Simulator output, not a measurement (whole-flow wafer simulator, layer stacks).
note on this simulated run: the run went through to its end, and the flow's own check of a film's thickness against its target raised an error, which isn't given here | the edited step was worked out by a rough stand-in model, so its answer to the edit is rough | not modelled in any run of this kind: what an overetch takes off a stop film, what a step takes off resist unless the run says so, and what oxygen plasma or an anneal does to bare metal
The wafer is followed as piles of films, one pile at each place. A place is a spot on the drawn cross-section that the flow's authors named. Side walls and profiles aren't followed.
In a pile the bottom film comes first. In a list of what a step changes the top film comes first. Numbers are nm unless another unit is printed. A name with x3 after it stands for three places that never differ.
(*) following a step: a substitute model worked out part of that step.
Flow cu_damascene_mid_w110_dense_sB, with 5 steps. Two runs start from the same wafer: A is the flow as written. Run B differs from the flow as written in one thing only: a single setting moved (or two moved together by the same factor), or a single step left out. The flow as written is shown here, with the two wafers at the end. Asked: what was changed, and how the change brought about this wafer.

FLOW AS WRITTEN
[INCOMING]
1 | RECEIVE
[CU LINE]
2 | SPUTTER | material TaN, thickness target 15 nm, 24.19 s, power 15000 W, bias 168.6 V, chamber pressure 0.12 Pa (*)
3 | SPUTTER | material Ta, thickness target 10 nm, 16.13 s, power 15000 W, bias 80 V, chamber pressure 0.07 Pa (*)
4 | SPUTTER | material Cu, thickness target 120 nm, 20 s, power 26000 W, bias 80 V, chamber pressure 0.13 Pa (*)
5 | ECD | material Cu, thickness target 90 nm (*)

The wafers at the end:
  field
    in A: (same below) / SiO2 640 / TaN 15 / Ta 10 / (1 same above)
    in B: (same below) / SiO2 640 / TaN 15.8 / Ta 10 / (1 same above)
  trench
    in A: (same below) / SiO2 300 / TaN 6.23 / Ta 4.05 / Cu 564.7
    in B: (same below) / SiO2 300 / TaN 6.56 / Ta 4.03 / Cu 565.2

The reason: step 2, SPUTTER: thickness target 15.8 nm was run, though the flow has thickness target 15 nm; step 2, SPUTTER: 25.4 s was run, where the flow has 24.19 s.
The wafer lets one read it off: field has TaN 15.8, and step 2 as written asks for 15 nm.

How this came from the change, step by step:
  2 | SPUTTER | material TaN, thickness target 15 nm, 24.19 s, power 15000 W, bias 168.6 V, chamber pressure 0.12 Pa (*)
      field: A TaN gains 15 (new film) | B TaN gains 15.8 (new film)
